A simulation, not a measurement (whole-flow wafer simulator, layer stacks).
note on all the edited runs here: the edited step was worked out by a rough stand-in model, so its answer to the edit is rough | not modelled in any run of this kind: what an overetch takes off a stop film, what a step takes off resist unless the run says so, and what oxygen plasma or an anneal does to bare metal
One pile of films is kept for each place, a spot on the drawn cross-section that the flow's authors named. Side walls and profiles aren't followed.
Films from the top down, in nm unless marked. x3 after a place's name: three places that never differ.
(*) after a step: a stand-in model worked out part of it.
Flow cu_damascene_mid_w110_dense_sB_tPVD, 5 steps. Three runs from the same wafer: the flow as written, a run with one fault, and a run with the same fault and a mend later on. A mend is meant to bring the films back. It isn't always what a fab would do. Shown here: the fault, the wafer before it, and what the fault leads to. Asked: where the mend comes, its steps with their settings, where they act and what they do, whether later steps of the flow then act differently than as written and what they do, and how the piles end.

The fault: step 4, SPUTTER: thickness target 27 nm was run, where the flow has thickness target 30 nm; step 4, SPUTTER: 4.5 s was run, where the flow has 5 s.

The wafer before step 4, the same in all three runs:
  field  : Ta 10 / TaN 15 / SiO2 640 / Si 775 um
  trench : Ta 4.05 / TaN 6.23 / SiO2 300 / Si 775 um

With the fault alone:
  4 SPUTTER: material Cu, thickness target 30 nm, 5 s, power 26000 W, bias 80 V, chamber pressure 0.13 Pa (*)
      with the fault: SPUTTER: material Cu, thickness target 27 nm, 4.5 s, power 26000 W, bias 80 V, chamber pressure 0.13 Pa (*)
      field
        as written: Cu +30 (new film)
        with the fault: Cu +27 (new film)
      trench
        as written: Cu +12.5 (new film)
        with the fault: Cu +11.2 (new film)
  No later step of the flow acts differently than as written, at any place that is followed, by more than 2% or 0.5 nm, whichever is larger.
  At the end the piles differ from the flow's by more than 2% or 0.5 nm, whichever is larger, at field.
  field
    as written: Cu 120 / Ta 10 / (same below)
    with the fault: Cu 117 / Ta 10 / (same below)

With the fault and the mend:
  The mend comes after step 4.
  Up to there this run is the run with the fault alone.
  4a SPUTTER: material Cu, thickness target 3 nm, 0.5 s, power 26000 W, bias 80 V, chamber pressure 0.13 Pa (*) (the flow's step 4 once more, with other settings)
      field
        Cu +3
      trench
        Cu +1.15
  No later step of the flow acts differently than as written, at any place that is followed, by more than 2% or 0.5 nm, whichever is larger.
  At the end the piles are the same as the flow's at every place that both follow.
